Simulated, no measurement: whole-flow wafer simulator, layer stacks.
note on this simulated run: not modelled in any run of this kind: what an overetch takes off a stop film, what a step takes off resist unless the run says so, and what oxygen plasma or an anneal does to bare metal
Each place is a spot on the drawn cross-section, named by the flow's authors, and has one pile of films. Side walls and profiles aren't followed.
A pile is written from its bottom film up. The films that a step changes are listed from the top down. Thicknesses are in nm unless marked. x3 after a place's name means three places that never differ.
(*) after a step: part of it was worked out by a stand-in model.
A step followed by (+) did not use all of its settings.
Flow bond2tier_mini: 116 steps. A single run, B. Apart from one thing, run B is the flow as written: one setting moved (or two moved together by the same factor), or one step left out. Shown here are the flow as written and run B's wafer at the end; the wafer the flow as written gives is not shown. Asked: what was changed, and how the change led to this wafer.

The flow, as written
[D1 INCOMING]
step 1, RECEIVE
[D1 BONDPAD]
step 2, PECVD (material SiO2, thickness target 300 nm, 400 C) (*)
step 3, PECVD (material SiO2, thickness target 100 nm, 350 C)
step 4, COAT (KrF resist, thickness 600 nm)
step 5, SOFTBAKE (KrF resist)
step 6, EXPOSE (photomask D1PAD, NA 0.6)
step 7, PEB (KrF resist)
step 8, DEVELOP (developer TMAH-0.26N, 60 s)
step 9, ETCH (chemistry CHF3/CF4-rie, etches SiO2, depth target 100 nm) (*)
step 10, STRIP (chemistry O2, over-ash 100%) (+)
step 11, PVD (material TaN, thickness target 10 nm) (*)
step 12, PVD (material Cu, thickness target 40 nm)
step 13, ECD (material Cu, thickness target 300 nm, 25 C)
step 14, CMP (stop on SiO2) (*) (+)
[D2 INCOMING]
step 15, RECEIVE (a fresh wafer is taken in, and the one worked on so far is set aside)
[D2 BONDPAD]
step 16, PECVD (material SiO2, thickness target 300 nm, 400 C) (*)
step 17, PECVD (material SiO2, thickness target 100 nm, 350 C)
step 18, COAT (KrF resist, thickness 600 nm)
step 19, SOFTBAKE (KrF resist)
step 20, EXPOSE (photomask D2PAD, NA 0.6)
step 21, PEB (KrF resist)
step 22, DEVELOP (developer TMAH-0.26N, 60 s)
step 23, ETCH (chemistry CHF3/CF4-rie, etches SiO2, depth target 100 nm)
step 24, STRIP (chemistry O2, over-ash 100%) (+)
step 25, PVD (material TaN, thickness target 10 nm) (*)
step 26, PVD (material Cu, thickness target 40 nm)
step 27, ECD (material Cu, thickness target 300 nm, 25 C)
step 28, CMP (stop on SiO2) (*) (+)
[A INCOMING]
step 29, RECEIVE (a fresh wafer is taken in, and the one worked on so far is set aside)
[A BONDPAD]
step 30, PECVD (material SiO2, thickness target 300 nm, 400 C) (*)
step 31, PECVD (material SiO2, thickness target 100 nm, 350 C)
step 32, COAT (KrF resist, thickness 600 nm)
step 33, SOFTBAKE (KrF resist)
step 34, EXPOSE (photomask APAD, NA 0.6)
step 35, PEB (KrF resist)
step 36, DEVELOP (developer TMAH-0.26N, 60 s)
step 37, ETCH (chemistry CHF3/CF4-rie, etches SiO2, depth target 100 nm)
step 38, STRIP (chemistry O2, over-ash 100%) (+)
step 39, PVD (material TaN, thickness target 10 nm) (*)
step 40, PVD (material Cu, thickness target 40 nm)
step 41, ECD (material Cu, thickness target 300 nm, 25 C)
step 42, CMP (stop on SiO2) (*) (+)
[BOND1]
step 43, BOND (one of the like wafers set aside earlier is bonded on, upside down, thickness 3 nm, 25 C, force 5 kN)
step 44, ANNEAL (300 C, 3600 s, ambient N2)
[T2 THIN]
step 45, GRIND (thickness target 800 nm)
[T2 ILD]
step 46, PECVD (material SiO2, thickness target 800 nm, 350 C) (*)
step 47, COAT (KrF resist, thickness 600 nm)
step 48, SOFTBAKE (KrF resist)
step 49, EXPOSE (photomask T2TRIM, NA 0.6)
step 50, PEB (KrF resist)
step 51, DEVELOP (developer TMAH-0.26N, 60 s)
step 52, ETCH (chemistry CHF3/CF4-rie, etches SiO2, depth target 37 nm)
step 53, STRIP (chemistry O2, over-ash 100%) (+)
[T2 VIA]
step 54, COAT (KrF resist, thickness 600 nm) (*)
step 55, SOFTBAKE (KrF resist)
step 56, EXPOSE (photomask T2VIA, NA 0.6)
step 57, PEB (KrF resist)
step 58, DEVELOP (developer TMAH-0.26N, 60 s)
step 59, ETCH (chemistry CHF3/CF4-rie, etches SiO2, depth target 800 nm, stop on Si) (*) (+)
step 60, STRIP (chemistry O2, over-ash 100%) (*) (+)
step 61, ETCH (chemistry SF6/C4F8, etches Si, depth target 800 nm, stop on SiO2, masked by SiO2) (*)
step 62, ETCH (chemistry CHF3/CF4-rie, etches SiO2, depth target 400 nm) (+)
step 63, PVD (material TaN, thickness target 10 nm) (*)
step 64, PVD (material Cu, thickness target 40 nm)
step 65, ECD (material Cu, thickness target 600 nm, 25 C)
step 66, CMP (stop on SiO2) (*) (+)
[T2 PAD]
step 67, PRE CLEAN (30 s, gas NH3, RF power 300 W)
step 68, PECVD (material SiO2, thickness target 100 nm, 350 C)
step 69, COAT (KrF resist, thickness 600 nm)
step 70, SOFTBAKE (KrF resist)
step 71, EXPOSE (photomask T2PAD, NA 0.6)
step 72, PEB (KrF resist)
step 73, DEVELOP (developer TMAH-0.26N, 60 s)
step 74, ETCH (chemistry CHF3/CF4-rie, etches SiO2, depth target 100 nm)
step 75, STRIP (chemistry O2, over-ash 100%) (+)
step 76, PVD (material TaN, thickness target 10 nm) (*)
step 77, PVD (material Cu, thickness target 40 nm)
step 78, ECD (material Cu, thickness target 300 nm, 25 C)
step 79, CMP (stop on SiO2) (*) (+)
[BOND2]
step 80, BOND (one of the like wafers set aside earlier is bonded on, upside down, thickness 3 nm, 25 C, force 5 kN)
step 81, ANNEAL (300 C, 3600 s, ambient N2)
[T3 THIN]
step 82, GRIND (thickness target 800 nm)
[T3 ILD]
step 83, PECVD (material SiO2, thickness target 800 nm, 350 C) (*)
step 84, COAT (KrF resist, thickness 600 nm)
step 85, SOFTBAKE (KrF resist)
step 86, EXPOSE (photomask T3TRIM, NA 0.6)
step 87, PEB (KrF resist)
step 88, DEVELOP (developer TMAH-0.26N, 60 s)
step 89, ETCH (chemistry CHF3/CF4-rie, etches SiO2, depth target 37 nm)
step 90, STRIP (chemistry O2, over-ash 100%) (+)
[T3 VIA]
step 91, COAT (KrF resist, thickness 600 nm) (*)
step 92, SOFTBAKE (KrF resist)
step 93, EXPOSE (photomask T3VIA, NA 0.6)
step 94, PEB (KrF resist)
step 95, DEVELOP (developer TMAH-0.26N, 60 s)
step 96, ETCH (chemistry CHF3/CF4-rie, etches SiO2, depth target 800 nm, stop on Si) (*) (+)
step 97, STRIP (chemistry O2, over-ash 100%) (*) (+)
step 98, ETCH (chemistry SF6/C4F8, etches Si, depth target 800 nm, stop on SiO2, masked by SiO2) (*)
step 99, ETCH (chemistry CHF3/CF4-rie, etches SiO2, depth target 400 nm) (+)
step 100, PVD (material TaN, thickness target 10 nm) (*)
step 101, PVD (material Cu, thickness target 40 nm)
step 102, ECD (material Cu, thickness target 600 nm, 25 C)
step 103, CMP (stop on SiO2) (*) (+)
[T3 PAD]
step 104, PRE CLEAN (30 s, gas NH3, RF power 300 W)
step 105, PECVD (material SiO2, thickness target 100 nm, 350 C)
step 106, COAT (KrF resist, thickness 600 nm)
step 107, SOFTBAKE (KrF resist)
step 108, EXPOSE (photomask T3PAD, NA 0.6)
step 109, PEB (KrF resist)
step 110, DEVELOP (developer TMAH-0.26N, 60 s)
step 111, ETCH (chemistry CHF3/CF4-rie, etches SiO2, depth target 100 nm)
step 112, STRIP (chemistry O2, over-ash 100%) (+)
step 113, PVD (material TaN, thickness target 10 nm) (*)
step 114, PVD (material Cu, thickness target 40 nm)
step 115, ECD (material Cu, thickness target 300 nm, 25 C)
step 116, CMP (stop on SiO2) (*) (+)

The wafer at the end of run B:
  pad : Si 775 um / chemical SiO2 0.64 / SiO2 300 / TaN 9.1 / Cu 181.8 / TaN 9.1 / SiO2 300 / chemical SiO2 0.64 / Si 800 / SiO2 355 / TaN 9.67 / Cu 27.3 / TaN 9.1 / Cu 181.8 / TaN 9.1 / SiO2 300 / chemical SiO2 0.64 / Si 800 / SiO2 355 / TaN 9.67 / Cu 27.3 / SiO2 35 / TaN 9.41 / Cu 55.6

Cause: step 111, ETCH: depth target 65 nm was run, while the flow as written has depth target 100 nm.

How this came from the change, step by step:
  step 111, ETCH (chemistry CHF3/CF4-rie, etches SiO2, depth target 100 nm)
      pad: -65 SiO2 (as written it would have been: -100 SiO2 (all of it))
      field: -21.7 KrF resist (as written it would have been: -33.3 KrF resist)
  step 112, STRIP (chemistry O2, over-ash 100%) (+)
      field: -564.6 KrF resist (all of it) (as written it would have been: -552.9 KrF resist (all of it))
  step 114, PVD (material Cu, thickness target 40 nm)
      pad: +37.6 Cu (new film) (as written it would have been: +36.4 Cu (new film))
  step 115, ECD (material Cu, thickness target 300 nm, 25 C)
      pad: +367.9 Cu (as written it would have been: +404.5 Cu)
With metal films that touch counted as one body, pad has 4 bodies (between them, from the top down: SiO2 35; SiO2 355 / Si 800 / chemical SiO2 0.64 / SiO2 300; SiO2 355 / Si 800 / chemical SiO2 0.64 / SiO2 300); the flow as written gives 3 bodies (between them, from the top down: SiO2 355 / Si 800 / chemical SiO2 0.64 / SiO2 300; SiO2 355 / Si 800 / chemical SiO2 0.64 / SiO2 300).
